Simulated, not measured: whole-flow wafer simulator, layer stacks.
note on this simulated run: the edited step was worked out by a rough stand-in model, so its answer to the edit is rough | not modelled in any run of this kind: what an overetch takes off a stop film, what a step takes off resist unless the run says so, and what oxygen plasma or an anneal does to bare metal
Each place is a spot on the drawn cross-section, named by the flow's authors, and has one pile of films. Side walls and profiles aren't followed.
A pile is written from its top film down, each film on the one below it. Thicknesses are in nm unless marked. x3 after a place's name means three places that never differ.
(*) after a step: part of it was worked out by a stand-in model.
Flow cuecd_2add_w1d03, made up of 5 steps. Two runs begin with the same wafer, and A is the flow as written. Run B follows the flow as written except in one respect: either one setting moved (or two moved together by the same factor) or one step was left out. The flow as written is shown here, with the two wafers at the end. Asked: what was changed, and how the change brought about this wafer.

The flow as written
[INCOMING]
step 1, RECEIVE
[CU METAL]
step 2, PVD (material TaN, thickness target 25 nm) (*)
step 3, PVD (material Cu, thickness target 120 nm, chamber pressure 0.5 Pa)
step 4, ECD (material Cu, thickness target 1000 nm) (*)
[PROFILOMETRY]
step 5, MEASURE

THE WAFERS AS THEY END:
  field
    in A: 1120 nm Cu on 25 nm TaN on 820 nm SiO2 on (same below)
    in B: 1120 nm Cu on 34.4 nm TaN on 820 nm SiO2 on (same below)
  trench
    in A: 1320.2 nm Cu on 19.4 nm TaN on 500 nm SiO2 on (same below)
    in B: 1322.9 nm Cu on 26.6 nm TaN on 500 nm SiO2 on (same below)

The reason: step 2, PVD: thickness target 34.4 nm was run, though the flow has thickness target 25 nm.
One can read it off the wafer: field has TaN 34.4, and step 2 as written asks for 25 nm.

The path from the change to this, step by step:
  step 2, PVD (material TaN, thickness target 25 nm) (*)
      field: A TaN gains 25 (new film) | B TaN gains 34.4 (new film)
      trench: A TaN gains 19.4 (new film) | B TaN gains 26.6 (new film)
